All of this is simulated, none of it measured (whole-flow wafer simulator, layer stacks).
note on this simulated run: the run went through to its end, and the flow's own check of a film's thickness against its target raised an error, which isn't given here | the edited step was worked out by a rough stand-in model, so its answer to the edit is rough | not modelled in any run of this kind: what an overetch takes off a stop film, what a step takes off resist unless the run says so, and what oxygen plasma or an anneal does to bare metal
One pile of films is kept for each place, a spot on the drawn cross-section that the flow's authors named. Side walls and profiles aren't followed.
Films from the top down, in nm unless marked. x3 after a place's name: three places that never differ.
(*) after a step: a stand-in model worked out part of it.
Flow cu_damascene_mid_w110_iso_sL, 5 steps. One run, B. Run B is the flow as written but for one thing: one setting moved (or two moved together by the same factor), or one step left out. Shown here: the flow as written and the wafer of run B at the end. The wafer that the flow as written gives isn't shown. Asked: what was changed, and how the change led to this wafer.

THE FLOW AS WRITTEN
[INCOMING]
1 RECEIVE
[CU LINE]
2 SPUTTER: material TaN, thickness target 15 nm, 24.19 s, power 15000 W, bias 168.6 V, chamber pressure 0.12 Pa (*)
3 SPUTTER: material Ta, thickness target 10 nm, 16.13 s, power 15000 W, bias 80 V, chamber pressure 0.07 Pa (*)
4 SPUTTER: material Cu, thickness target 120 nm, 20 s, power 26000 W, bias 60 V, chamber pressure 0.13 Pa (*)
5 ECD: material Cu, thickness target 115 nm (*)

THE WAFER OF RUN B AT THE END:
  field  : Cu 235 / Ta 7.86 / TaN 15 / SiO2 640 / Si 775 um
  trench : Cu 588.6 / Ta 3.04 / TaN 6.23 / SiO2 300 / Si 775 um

The cause: step 3, SPUTTER: power 11790 W was run, where the flow has power 15000 W.

How the change led to this, step by step:
  3 SPUTTER: material Ta, thickness target 10 nm, 16.13 s, power 15000 W, bias 80 V, chamber pressure 0.07 Pa (*)
      field: Ta +7.86 (new film) (as written it would be: Ta +10 (new film))
      trench: Ta +3.04 (new film) (as written it would be: Ta +4.05 (new film))
